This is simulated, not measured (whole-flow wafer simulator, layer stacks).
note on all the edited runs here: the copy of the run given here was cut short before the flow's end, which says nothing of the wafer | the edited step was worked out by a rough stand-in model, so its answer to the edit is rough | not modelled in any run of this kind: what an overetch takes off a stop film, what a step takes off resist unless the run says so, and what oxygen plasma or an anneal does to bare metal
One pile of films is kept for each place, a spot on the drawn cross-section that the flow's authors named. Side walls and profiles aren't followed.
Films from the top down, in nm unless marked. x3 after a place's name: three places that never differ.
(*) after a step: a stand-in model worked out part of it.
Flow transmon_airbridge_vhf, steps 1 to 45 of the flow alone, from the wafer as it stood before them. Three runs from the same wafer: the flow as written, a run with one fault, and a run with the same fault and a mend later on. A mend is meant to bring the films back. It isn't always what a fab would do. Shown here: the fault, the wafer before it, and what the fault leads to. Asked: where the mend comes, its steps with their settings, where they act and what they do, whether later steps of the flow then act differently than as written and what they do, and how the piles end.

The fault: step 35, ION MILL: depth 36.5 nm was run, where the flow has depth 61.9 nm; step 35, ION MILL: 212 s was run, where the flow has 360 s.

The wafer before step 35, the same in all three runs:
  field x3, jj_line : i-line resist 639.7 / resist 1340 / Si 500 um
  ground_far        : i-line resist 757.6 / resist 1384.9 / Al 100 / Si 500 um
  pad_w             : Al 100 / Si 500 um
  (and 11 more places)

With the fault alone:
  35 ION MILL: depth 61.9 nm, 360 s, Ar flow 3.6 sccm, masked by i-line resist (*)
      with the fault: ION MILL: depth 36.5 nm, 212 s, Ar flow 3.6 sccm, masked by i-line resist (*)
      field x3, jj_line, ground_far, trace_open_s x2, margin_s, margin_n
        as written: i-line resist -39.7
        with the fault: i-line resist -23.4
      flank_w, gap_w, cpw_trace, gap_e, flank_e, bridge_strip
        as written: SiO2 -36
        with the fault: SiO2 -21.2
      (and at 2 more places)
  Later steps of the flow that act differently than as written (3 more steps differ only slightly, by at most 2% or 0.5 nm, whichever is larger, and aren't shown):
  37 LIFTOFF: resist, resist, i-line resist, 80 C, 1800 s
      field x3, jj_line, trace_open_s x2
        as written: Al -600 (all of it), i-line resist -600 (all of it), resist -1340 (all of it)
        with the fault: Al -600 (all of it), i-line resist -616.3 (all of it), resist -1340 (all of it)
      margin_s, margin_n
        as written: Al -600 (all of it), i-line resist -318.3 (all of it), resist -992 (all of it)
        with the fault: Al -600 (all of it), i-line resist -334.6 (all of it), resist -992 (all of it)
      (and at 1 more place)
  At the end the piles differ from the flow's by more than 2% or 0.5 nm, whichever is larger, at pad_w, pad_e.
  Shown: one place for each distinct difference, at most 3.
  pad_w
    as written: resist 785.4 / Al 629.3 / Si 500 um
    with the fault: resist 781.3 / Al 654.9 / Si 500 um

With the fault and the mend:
  The mend comes after step 35.
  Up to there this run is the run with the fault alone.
  35a ION MILL: depth 25.4 nm, 147.7 s, Ar flow 3.6 sccm, masked by i-line resist (*) (the flow's step 35 once more, with other settings)
      field x3, jj_line, ground_far, trace_open_s x2, margin_s, margin_n
        i-line resist -16.3
      flank_w, gap_w, cpw_trace, gap_e, flank_e, bridge_strip
        SiO2 -14.8
      pad_w, pad_e
        Al -25.4
  No later step of the flow acts differently than as written at any place that is followed.
  At the end the piles differ from the flow's only slightly at the places that both follow, by at most 2% or 0.5 nm, whichever is larger.
